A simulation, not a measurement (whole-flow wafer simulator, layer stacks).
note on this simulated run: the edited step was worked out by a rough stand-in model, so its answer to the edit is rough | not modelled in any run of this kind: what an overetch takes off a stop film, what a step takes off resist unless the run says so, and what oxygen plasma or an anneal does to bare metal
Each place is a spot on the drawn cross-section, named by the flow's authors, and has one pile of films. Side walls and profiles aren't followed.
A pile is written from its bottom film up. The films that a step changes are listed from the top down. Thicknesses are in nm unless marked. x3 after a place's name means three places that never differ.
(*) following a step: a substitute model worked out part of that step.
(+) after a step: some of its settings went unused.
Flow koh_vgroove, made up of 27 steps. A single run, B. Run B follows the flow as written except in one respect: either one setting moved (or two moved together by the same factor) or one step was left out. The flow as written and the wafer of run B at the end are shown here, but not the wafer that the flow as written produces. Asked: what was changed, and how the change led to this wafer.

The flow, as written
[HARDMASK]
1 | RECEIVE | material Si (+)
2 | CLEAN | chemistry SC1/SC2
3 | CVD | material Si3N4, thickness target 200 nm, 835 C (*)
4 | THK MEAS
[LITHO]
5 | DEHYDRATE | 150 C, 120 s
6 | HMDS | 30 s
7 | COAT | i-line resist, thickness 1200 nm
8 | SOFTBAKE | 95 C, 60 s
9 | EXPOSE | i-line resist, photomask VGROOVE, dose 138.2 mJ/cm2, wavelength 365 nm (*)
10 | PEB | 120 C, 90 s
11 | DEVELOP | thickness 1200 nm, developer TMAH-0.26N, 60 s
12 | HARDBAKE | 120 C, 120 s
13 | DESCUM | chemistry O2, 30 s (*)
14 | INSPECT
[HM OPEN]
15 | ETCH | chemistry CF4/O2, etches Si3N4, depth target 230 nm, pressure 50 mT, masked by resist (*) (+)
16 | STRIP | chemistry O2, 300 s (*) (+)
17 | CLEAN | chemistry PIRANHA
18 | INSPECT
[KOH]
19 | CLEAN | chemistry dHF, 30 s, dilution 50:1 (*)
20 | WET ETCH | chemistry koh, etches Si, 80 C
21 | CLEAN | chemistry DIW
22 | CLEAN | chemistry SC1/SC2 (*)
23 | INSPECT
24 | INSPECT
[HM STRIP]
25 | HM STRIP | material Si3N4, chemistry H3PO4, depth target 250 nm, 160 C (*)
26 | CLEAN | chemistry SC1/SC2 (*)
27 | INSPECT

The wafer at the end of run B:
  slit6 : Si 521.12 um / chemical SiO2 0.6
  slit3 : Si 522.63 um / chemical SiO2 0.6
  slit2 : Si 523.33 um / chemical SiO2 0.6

The reason: step 15, ETCH: depth target 351 nm was run, while the flow as written has depth target 230 nm.

Step by step, how the change led to this:
  15 | ETCH | chemistry CF4/O2, etches Si3N4, depth target 230 nm, pressure 50 mT, masked by resist (*) (+)
      slit3, slit2, slit6, slit20: -200 Si3N4 (all of it), -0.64 chemical SiO2 (all of it), -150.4 Si (in the flow as written it would be: -200 Si3N4 (all of it), -0.64 chemical SiO2 (all of it), -29.4 Si)
      field: -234 i-line resist (in the flow as written it would be: -153.3 i-line resist)
  16 | STRIP | chemistry O2, 300 s (*) (+)
      field: -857 i-line resist (all of it) (in the flow as written it would be: -937.7 i-line resist (all of it))
